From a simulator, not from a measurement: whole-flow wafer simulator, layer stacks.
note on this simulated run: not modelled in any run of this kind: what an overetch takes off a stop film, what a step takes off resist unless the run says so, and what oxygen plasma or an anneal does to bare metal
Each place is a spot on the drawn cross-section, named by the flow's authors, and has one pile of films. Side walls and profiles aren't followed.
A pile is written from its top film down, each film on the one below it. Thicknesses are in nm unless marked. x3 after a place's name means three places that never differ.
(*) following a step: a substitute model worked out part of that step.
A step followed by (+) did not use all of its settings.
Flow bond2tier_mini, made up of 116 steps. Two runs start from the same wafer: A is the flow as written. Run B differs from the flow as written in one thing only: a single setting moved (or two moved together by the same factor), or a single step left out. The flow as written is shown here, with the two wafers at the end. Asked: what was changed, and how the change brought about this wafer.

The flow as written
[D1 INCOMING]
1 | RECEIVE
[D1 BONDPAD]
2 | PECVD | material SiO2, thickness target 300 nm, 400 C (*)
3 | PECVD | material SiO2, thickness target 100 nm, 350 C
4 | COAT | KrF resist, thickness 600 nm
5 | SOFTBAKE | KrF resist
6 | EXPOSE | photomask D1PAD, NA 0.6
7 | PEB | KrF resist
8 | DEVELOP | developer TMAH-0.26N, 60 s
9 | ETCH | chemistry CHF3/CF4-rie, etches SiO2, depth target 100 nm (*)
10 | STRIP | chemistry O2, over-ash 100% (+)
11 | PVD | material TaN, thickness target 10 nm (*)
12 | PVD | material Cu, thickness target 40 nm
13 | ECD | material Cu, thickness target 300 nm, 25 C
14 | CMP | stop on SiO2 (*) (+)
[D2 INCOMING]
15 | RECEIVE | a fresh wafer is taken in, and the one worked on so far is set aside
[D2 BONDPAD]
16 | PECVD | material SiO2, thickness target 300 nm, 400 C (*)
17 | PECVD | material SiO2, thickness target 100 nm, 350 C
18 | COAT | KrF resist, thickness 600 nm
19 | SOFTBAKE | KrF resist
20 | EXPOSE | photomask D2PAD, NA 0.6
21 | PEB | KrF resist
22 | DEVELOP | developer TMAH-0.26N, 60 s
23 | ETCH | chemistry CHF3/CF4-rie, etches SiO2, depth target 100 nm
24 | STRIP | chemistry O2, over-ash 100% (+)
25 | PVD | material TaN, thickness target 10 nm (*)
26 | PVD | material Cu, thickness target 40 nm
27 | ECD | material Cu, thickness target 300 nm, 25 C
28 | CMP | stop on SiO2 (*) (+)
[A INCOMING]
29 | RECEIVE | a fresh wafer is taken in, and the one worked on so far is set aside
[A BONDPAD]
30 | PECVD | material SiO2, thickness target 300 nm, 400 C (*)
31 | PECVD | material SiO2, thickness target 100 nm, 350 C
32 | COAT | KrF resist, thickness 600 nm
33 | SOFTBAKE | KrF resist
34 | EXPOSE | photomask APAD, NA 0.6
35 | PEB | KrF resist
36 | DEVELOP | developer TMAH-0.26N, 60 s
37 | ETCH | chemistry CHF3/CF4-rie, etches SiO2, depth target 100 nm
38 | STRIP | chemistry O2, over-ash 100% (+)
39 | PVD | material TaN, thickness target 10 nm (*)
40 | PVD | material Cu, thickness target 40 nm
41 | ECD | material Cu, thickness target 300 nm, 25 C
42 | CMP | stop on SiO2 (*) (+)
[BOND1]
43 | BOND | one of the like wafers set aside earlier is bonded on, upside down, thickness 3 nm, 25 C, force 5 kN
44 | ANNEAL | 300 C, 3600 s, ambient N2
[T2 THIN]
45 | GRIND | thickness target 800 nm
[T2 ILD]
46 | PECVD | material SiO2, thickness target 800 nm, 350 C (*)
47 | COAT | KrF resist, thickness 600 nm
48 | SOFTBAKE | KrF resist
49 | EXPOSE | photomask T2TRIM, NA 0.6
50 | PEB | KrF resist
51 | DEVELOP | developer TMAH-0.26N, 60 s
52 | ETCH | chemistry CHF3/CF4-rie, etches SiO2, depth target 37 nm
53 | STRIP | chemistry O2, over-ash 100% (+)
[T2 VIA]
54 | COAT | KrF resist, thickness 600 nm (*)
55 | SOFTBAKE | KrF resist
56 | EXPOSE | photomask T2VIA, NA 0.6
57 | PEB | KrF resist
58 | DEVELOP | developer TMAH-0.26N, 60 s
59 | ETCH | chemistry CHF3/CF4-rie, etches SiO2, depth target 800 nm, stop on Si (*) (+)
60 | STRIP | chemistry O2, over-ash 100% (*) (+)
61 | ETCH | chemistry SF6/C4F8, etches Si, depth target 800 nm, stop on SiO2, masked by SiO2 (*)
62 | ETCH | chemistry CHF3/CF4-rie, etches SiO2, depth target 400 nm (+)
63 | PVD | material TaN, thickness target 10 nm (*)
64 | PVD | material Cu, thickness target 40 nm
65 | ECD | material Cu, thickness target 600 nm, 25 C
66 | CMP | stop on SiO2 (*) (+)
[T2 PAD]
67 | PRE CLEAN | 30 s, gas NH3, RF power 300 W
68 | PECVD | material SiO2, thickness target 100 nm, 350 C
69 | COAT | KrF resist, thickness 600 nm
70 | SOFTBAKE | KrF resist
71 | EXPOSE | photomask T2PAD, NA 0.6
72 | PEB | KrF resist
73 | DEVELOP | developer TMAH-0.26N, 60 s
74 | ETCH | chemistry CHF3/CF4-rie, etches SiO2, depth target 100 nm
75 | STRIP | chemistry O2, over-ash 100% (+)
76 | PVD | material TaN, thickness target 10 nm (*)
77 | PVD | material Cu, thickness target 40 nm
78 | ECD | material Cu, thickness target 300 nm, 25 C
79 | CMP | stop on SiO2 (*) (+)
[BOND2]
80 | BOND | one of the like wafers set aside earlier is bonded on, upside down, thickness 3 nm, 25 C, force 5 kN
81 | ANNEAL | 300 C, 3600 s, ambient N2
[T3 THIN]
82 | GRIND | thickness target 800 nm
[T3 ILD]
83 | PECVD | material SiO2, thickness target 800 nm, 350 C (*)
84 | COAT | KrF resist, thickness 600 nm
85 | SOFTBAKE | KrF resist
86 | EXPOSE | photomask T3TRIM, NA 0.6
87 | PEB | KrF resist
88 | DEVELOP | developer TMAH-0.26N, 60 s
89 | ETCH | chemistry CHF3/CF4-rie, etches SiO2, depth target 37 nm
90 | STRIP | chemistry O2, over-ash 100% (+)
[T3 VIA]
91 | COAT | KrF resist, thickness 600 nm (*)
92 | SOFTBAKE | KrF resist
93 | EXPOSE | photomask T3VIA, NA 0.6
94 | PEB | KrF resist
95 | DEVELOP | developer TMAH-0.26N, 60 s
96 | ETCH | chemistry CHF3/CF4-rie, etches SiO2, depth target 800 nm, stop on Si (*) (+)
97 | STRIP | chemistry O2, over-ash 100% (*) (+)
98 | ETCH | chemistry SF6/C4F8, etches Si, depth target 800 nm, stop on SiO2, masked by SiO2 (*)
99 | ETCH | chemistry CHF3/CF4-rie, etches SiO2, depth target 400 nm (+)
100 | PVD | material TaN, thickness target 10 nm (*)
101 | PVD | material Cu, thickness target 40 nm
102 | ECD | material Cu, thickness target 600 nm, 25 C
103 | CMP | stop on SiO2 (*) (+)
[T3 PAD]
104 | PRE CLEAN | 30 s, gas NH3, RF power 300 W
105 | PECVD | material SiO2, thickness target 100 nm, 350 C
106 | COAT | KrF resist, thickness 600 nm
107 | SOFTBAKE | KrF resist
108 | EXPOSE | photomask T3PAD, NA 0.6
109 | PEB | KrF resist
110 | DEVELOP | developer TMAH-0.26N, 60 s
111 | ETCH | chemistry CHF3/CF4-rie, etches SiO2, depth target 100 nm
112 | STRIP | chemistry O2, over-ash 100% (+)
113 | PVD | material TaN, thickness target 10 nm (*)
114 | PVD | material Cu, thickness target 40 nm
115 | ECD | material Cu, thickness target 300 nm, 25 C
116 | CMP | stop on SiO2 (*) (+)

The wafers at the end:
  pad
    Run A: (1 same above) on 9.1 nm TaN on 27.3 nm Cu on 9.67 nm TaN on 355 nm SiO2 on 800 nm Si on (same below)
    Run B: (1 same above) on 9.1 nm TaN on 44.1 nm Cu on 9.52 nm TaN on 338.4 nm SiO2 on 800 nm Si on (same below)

Cause: step 89, ETCH: depth target 53.6 nm was run, whereas the flow has depth target 37 nm.

Step by step, how the change led to this:
  89 | ETCH | chemistry CHF3/CF4-rie, etches SiO2, depth target 37 nm
      field: A -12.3 KrF resist | B -17.9 KrF resist
      pad: A -37 SiO2 | B -53.6 SiO2
  97 | STRIP | chemistry O2, over-ash 100% (*) (+)
      field: A -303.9 KrF resist (all of it) | B -296.9 KrF resist (all of it)
      pad: A -336 KrF resist (all of it) | B -343.3 KrF resist (all of it)
  102 | ECD | material Cu, thickness target 600 nm, 25 C
      pad: A +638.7 Cu | B +656 Cu
